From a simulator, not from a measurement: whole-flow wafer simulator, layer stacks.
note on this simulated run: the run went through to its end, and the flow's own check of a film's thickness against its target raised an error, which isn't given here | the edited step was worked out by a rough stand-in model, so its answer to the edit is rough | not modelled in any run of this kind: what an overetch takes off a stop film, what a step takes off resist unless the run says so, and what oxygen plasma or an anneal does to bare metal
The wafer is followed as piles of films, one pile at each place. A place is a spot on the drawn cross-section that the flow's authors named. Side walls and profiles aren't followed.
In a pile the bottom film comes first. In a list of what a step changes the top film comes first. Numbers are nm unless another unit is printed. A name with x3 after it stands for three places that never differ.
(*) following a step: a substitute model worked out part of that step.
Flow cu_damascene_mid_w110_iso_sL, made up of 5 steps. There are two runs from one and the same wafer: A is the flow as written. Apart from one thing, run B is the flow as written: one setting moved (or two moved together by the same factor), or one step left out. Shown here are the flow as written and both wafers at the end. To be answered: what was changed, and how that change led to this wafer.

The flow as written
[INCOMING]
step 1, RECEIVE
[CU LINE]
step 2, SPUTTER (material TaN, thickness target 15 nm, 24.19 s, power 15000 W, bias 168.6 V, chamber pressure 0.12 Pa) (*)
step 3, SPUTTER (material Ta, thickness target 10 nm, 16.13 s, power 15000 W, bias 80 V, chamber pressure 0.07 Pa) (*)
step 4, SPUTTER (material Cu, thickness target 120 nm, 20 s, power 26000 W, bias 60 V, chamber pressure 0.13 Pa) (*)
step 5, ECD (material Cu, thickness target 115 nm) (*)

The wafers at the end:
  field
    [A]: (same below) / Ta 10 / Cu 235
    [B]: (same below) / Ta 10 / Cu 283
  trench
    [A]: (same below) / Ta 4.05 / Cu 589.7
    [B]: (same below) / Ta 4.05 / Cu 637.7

Cause: step 4, SPUTTER: thickness target 168 nm was run, while the flow as written has thickness target 120 nm; step 4, SPUTTER: 28 s was run, where the flow has 20 s.

The path from the change to this, step by step:
  step 4, SPUTTER (material Cu, thickness target 120 nm, 20 s, power 26000 W, bias 60 V, chamber pressure 0.13 Pa) (*)
      field: A +120 Cu (new film) | B +168 Cu (new film)
      trench: A +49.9 Cu (new film) | B +69.9 Cu (new film)
  step 5, ECD (material Cu, thickness target 115 nm) (*)
      trench: A +539.8 Cu | B +567.8 Cu
